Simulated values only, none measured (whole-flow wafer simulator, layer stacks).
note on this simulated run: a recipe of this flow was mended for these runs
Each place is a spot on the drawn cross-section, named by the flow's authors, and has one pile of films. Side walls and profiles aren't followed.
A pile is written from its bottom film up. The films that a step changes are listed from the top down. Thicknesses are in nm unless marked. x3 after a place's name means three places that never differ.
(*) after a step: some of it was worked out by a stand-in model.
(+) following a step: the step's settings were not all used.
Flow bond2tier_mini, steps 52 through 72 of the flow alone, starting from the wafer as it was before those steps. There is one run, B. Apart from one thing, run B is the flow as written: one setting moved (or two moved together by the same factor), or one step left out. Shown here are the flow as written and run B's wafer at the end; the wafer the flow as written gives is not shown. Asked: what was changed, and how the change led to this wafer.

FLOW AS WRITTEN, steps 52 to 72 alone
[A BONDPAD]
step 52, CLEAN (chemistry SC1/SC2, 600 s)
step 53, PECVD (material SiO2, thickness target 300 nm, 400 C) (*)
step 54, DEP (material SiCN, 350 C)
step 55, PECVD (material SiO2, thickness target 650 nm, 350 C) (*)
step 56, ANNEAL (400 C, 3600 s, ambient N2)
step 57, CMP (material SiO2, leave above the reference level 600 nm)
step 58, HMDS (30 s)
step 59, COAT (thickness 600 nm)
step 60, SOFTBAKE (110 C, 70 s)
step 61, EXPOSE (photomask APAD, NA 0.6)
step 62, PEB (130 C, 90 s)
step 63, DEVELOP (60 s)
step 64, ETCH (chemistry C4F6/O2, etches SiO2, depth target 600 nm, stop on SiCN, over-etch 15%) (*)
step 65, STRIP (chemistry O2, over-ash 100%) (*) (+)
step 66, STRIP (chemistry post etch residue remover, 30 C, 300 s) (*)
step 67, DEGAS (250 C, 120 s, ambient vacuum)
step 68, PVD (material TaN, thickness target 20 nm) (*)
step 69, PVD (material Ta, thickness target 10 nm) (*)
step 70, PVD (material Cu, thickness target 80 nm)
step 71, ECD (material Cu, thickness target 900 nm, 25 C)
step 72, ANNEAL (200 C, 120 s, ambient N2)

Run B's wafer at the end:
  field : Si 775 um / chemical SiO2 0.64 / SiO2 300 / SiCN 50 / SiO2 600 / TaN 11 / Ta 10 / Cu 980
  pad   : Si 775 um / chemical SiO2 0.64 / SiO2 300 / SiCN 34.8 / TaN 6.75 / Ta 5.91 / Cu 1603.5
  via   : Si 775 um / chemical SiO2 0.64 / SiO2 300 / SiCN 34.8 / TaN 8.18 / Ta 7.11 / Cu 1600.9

The reason: step 68, PVD: thickness target 11 nm was run, though the flow has thickness target 20 nm.
The wafer itself shows it: field has TaN 11, and step 68 as written asks for 20 nm.

How this came from the change, step by step:
  step 68, PVD (material TaN, thickness target 20 nm) (*)
      field: +11 TaN (new film) (in the flow as written it would be: +20 TaN (new film))
      pad: +6.75 TaN (new film) (in the flow as written it would be: +12.3 TaN (new film))
      (as well as at 1 more place)
